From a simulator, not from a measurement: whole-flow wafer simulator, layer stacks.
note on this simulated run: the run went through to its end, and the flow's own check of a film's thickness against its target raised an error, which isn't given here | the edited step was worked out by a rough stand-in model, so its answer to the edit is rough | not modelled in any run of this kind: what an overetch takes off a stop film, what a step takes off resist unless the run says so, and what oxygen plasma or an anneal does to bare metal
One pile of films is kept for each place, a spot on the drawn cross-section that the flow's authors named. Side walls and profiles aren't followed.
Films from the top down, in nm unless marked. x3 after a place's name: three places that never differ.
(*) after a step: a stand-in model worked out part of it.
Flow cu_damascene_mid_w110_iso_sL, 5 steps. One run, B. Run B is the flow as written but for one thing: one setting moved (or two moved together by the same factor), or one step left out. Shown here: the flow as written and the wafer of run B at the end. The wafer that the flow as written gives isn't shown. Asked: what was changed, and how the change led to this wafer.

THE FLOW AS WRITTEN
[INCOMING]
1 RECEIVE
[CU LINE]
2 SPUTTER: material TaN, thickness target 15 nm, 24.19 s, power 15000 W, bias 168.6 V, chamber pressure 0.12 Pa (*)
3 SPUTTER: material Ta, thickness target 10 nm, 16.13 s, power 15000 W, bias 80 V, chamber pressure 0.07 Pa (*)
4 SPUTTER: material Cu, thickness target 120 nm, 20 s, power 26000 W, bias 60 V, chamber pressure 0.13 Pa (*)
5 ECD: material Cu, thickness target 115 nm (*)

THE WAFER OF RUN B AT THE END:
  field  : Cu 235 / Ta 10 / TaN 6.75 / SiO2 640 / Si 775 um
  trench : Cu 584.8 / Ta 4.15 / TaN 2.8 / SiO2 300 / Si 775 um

The cause: step 2, SPUTTER: 10.89 s was run, where the flow has 24.19 s.

How the change led to this, step by step:
  2 SPUTTER: material TaN, thickness target 15 nm, 24.19 s, power 15000 W, bias 168.6 V, chamber pressure 0.12 Pa (*)
      field: TaN +6.75 (new film) (as written it would be: TaN +15 (new film))
      trench: TaN +2.8 (new film) (as written it would be: TaN +6.23 (new film))
  4 SPUTTER: material Cu, thickness target 120 nm, 20 s, power 26000 W, bias 60 V, chamber pressure 0.13 Pa (*)
      trench: Cu +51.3 (new film) (as written it would be: Cu +49.9 (new film))
